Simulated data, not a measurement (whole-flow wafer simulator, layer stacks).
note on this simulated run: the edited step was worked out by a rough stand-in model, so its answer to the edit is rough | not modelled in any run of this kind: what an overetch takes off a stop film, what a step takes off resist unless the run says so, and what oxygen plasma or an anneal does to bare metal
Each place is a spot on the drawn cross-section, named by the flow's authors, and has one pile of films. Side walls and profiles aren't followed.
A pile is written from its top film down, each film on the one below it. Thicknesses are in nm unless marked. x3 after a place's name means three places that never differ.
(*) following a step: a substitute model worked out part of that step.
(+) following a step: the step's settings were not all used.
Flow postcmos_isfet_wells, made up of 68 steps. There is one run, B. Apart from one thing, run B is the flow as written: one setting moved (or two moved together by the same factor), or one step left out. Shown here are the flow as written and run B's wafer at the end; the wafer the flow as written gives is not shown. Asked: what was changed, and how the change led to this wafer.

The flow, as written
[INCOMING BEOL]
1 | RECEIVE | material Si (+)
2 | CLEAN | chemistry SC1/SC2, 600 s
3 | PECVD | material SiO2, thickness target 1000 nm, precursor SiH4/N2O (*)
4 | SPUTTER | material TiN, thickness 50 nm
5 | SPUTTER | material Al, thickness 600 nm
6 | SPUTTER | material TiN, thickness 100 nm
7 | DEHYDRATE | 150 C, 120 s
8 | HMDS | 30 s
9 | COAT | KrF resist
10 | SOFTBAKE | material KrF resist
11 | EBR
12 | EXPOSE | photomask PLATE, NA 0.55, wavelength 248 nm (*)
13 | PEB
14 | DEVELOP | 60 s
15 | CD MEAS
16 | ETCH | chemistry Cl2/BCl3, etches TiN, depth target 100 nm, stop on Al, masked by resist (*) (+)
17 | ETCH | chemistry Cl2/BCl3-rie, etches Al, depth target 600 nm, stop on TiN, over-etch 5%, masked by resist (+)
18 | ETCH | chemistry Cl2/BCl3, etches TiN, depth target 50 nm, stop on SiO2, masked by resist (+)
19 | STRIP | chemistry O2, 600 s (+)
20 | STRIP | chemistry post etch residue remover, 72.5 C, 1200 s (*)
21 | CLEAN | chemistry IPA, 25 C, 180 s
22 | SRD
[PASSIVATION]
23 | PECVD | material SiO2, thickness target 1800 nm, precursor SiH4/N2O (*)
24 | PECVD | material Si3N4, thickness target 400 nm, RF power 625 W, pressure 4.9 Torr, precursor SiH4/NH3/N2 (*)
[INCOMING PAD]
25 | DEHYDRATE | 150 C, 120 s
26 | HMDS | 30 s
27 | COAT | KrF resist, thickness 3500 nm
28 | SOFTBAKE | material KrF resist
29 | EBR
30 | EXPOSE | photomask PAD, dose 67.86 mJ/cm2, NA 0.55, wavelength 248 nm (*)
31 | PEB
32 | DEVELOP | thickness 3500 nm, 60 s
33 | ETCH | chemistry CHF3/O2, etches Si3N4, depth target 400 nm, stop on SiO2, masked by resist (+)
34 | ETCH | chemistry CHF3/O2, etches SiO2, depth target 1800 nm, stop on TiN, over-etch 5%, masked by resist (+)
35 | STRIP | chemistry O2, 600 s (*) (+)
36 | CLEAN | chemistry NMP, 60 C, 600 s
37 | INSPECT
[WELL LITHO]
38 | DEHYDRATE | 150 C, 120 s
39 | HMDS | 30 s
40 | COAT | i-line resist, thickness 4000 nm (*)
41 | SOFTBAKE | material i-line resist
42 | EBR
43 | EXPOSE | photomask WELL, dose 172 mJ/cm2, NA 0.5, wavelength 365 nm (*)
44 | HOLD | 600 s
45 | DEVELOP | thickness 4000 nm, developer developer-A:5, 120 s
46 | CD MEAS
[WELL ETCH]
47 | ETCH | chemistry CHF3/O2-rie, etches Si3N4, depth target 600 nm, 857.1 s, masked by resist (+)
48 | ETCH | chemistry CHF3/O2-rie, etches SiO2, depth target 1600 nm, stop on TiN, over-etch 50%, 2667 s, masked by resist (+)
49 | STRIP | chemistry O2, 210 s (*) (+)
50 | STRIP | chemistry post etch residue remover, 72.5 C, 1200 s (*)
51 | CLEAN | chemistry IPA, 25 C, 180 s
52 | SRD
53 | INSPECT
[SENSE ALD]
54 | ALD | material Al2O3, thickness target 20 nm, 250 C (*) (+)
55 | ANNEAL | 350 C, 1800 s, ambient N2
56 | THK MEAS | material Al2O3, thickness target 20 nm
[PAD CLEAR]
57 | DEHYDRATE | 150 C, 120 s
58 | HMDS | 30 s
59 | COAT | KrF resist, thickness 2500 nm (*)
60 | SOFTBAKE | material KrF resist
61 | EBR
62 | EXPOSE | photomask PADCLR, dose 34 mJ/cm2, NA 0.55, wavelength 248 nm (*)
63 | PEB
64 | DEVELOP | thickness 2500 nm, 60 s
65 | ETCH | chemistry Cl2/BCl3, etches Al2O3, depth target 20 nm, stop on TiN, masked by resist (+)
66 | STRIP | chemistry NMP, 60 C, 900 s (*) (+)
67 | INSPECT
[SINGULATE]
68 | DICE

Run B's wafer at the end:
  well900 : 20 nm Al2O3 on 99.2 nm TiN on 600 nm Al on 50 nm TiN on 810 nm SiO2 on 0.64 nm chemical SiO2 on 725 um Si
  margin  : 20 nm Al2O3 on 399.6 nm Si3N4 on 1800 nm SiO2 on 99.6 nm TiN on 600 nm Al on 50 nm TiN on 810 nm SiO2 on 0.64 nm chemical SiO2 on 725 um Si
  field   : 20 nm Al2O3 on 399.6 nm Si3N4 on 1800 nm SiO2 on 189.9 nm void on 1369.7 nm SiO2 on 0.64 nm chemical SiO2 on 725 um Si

The reason: step 3, PECVD: thickness target 810 nm was run, while the flow as written has thickness target 1000 nm.
One can read it off the wafer: well900 has SiO2 810, and step 3 as written asks for 1000 nm.

The path from the change to this, step by step:
  3 | PECVD | material SiO2, thickness target 1000 nm, precursor SiH4/N2O (*)
      field, margin, well900, well1300 x3, pad_rim, pad_clr, pad_open: +810 SiO2 (new film) (it would be, as written: +1000 SiO2 (new film))
